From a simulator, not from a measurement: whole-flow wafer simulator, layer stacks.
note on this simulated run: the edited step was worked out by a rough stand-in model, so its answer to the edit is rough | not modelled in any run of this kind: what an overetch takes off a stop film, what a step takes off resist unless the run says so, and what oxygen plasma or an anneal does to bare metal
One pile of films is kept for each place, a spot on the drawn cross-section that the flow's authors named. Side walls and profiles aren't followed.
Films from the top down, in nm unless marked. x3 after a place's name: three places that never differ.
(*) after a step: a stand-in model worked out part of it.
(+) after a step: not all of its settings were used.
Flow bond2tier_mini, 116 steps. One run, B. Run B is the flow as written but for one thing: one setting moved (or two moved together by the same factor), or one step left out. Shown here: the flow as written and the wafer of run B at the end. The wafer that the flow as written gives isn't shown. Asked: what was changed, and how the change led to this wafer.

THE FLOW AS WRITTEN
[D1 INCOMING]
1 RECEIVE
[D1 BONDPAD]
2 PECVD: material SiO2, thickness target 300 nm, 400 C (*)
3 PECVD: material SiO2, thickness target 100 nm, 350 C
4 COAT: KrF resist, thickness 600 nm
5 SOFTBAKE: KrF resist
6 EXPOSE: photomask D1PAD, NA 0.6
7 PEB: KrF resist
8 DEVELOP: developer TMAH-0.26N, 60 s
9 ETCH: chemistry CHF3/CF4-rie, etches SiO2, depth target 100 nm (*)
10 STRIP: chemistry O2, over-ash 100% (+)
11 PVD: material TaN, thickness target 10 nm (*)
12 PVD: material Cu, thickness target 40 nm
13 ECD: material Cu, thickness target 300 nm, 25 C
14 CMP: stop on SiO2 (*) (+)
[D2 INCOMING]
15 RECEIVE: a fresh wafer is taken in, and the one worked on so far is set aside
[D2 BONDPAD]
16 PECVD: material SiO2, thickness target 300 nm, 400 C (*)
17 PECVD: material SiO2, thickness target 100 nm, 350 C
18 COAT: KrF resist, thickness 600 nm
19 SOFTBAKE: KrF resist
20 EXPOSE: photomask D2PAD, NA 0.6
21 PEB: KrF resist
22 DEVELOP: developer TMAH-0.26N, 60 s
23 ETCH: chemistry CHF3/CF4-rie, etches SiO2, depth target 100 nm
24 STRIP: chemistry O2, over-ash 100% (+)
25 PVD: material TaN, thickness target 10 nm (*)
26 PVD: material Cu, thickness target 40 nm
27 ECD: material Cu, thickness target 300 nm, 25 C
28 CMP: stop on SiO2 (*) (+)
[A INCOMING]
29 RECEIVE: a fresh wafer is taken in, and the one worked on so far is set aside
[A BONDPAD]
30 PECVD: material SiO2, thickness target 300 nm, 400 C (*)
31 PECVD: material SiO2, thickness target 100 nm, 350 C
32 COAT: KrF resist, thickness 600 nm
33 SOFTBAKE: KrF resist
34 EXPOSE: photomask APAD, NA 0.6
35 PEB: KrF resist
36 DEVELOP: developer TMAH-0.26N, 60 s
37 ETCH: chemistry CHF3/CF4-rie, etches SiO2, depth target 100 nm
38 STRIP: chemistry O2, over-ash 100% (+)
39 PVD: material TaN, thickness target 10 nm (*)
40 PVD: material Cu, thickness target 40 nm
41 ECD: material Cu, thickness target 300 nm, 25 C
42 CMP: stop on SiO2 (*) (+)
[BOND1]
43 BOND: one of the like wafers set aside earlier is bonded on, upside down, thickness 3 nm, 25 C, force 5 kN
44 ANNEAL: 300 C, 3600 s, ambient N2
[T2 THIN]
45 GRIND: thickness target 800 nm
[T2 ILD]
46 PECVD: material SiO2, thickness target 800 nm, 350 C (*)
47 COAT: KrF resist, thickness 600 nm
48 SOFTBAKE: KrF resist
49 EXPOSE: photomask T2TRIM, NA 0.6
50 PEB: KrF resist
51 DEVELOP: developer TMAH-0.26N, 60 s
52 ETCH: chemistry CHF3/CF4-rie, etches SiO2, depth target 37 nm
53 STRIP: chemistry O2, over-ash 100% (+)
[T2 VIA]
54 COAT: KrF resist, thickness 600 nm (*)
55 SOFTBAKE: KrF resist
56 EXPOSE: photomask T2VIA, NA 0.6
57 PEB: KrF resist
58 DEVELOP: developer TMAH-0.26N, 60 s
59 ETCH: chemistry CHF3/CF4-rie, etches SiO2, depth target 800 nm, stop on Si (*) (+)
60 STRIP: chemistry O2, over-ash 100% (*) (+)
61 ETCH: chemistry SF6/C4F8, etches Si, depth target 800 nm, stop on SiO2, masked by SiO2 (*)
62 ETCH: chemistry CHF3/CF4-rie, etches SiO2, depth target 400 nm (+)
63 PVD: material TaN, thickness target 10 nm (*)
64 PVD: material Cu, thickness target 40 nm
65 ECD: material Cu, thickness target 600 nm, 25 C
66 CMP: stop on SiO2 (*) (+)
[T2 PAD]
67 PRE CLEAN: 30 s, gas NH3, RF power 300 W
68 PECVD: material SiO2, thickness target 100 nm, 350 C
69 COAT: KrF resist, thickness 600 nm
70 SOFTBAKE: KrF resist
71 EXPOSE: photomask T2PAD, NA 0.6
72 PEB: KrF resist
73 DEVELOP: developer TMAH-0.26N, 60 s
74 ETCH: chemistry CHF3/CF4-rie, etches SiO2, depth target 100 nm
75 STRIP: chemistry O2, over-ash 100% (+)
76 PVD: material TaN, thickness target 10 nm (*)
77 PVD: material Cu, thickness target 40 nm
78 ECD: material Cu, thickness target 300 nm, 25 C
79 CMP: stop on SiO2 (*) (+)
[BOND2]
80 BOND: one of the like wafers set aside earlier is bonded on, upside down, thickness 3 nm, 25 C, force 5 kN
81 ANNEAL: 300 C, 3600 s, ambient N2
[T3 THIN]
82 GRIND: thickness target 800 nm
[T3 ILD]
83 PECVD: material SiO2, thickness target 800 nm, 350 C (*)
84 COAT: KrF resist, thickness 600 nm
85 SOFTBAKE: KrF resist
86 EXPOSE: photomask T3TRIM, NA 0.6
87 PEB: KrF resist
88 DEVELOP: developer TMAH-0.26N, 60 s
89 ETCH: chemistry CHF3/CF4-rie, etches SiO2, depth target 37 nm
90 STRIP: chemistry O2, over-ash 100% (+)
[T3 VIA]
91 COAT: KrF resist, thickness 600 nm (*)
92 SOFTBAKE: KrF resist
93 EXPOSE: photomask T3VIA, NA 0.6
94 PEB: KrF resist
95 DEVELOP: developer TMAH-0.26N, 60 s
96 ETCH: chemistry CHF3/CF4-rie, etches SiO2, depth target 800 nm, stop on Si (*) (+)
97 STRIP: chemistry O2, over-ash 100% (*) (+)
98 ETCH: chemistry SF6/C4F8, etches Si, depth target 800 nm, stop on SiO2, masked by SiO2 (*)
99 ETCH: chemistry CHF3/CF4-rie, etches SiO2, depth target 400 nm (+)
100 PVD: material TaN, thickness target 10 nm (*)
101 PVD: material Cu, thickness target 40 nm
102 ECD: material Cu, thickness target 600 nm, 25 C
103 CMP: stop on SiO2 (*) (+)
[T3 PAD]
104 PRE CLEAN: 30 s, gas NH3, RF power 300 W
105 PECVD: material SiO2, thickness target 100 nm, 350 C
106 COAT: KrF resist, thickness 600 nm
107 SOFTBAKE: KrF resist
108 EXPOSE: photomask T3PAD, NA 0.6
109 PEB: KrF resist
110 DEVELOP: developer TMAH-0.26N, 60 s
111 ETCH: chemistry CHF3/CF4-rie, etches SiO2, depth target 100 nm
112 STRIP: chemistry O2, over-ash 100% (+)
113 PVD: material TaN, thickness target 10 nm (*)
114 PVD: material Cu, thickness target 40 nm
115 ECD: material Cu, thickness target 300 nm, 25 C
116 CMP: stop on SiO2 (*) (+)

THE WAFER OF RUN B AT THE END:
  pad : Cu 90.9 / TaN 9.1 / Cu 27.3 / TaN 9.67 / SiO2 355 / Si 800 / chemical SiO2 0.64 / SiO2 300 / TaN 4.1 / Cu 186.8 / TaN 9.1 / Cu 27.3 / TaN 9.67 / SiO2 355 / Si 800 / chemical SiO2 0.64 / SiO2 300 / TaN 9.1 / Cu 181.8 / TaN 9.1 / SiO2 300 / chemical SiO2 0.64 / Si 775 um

The cause: step 25, PVD: thickness target 4.5 nm was run, where the flow has thickness target 10 nm.

How the change led to this, step by step:
  25 PVD: material TaN, thickness target 10 nm (*)
      field: TaN +4.5 (new film) (as written it would be: TaN +10 (new film))
      pad: TaN +4.1 (new film) (as written it would be: TaN +9.1 (new film))
      (and at 1 more place)
  28 CMP: stop on SiO2 (*) (+)
      field: Cu -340 (all of it), TaN -4.5 (all of it) (as written it would be: Cu -340 (all of it), TaN -10 (all of it))
  80 BOND: one of the like wafers set aside earlier is bonded on, upside down, thickness 3 nm, 25 C, force 5 kN
      pad: Si +775 um (new film), chemical SiO2 +0.64 (new film), SiO2 +300 (new film), TaN +4.1 (new film), Cu +95.9 (as written it would be: Si +775 um (new film), chemical SiO2 +0.64 (new film), SiO2 +300 (new film), TaN +9.1 (new film), Cu +90.9)
